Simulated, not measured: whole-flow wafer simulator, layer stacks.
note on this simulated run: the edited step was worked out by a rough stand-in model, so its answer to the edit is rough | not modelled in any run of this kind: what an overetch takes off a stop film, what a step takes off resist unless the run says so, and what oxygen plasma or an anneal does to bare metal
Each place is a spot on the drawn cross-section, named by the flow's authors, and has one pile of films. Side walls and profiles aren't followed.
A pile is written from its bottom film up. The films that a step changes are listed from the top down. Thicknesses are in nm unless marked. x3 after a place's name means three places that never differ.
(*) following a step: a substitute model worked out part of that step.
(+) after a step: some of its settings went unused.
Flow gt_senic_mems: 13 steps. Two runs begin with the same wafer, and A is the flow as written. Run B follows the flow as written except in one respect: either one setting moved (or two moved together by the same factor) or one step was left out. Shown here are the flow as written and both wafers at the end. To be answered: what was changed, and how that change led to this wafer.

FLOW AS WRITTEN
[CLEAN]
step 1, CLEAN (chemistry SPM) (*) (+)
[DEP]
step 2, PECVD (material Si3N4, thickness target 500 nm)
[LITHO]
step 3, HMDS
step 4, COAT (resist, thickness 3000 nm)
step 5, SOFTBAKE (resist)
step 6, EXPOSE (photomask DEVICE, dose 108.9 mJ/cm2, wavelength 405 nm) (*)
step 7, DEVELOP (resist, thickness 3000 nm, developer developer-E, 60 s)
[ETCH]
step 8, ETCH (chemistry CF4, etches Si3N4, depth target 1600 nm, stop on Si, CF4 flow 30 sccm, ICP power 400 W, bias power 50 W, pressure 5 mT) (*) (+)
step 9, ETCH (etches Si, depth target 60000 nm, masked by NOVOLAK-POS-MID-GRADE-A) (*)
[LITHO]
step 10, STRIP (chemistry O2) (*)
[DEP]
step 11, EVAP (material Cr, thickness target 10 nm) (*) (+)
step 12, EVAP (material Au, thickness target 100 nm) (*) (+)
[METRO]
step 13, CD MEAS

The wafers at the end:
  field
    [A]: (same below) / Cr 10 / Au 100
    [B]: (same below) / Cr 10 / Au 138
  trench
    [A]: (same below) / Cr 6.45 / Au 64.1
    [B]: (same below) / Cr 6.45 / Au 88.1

What caused this: step 12, EVAP: thickness target 138 nm was run, whereas the flow has thickness target 100 nm.
The wafer itself shows it: field has Au 138, and step 12 as written asks for 100 nm.

How this came from the change, step by step:
  step 12, EVAP (material Au, thickness target 100 nm) (*) (+)
      field: A +100 Au (new film) | B +138 Au (new film)
      trench: A +64.1 Au (new film) | B +88.1 Au (new film)
